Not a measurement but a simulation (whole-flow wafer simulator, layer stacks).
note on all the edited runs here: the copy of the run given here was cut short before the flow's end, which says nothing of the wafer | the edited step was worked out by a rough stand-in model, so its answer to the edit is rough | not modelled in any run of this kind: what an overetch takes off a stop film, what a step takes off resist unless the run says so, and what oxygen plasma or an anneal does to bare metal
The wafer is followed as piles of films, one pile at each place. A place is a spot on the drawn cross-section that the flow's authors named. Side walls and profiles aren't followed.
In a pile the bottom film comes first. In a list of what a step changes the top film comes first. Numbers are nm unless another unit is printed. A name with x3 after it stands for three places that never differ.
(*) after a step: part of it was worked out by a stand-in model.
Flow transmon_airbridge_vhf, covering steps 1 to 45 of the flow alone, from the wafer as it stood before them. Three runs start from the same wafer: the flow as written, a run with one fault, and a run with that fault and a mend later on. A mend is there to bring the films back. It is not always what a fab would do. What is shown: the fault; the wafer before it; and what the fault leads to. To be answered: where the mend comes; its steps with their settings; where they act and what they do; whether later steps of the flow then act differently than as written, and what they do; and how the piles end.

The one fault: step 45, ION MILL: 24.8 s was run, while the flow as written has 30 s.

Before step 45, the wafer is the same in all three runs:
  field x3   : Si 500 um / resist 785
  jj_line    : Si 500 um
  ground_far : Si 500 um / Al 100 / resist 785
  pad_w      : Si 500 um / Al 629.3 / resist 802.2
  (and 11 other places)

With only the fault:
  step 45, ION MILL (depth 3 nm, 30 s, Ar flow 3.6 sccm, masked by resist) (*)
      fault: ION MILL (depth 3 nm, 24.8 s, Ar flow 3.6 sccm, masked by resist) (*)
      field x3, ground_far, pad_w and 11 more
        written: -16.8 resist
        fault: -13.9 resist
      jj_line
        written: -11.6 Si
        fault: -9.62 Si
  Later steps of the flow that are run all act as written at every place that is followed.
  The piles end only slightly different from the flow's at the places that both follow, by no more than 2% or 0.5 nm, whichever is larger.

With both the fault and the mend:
  The mend stands after step 45.
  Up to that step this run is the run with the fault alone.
  step 45a, ION MILL (depth 3 nm, 5.2 s, Ar flow 3.6 sccm, masked by resist) (*) (a further turn of the flow's step 45, with different settings)
      field x3, ground_far, pad_w and 11 more
        -2.91 resist
      jj_line
        -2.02 Si
  Later steps of the flow that are run all act as written at every place that is followed.
  The piles end the same as the flow's at every place that both follow.
